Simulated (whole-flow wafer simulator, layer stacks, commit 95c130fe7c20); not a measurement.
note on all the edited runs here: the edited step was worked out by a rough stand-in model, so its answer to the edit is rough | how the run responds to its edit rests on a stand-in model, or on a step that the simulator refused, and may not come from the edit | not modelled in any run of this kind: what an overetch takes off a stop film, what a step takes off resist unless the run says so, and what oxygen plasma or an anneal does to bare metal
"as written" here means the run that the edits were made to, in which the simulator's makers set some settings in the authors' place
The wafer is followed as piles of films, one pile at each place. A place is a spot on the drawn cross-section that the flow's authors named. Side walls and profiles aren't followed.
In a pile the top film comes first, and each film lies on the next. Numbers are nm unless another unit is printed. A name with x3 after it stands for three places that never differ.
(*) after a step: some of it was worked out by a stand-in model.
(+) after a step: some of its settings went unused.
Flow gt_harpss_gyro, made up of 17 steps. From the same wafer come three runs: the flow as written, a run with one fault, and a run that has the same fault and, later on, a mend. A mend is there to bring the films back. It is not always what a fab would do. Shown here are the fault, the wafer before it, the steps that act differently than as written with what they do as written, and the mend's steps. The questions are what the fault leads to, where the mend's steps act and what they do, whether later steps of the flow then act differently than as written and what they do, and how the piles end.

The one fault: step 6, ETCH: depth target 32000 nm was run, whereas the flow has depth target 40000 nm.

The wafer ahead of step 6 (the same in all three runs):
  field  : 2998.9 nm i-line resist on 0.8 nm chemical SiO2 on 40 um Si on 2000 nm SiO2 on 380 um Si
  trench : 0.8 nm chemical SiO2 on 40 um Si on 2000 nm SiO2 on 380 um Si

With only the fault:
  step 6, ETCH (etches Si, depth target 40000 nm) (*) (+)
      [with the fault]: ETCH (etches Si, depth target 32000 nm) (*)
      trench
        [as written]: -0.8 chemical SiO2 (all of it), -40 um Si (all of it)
        [with the fault]: -0.8 chemical SiO2 (all of it), -32 um Si
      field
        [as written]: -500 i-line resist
        [with the fault]: -400 i-line resist
  Later steps of the flow acting differently than as written (not shown: 3 more steps that differ only slightly, by at most 2% or 0.5 nm, whichever is larger):
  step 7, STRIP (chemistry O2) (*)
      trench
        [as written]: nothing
        [with the fault]: +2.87 chemical SiO2 (new film), -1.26 Si
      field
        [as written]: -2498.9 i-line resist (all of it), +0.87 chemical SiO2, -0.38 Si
        [with the fault]: -2598.9 i-line resist (all of it), +0.88 chemical SiO2, -0.39 Si
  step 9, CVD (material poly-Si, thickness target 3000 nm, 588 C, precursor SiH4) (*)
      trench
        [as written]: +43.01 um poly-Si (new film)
        [with the fault]: +35 um poly-Si (new film)
  The piles end different from the flow's at trench by more than 2% or 0.5 nm, whichever is larger.
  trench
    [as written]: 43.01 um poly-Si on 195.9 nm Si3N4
    [with the fault]: 35 um poly-Si on 197.1 nm Si3N4 on 2.87 nm chemical SiO2 on 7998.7 nm Si

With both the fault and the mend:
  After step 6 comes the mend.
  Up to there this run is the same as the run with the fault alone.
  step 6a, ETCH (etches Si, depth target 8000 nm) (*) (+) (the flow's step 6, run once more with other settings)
      field
        -100 i-line resist
      trench
        -7999.9 Si (all of it)
  Later steps of the flow that are run all act as written at every place that is followed.
  By the end, the piles equal the flow's at every place that both follow.
